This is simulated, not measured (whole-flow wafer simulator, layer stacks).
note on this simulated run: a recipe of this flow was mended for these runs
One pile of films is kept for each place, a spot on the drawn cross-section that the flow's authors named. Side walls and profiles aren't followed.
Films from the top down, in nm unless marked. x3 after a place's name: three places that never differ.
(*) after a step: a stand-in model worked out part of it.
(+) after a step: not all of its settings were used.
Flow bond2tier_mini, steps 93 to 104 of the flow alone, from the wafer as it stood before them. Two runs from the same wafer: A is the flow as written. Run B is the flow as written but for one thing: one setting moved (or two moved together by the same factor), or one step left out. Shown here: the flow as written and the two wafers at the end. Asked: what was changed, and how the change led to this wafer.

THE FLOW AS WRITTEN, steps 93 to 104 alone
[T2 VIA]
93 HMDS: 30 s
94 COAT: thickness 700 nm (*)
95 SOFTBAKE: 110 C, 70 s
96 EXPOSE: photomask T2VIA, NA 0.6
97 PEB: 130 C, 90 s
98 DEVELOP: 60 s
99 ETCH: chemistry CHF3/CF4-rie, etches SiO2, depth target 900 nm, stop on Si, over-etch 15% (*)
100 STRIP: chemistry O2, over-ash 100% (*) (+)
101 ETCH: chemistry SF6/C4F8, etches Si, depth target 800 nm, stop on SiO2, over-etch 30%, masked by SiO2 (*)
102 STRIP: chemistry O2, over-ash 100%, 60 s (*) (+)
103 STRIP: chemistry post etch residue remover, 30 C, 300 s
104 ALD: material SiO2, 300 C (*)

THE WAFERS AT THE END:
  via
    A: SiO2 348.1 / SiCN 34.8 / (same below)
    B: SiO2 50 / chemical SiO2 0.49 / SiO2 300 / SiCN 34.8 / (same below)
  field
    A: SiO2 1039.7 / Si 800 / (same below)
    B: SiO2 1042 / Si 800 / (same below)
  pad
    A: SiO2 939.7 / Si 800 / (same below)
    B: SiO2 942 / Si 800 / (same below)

The cause: step 101, ETCH: depth target 618.2 nm was run, where the flow has depth target 800 nm.

How the change led to this, step by step:
  101 ETCH: chemistry SF6/C4F8, etches Si, depth target 800 nm, stop on SiO2, over-etch 30%, masked by SiO2 (*)
      via: A Si -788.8 (all of it), chemical SiO2 -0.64 (all of it), SiO2 -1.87 | B Si -788.8 (all of it), chemical SiO2 -0.15
      field, pad: A SiO2 -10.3 | B SiO2 -8.04
  104 ALD: material SiO2, 300 C (*)
      via: A SiO2 +50 | B SiO2 +50 (new film)
